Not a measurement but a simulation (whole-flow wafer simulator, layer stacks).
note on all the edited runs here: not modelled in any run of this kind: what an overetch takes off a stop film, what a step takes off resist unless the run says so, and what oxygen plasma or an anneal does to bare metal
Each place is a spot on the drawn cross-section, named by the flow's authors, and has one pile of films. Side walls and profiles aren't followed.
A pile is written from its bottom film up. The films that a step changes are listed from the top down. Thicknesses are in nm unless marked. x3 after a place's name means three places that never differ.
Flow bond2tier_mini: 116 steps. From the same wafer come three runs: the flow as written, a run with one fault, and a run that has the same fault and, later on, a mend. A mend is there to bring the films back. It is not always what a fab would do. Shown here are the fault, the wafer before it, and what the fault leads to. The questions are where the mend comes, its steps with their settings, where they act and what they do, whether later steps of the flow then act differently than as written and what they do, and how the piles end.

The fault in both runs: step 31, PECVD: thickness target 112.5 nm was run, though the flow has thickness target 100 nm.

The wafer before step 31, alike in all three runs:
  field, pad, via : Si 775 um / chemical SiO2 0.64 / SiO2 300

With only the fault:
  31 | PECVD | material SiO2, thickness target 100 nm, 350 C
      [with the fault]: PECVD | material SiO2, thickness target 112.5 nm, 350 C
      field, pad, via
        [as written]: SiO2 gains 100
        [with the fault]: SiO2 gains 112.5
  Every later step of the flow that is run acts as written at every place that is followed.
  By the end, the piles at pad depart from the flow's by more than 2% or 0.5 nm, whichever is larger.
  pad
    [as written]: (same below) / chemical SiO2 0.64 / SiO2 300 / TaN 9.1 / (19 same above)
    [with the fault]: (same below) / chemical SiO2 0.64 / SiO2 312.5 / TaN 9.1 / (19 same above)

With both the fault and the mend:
  The mend follows step 31.
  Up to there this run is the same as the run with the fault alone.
  31a | ETCH | chemistry CHF3/CF4-rie, etches SiO2, depth target 12.5 nm (the flow's step 9 again, with other settings)
      field, pad, via
        SiO2 loses 12.5
  Every later step of the flow that is run acts as written at every place that is followed.
  At every place that both follow, the piles at the end match the flow's.
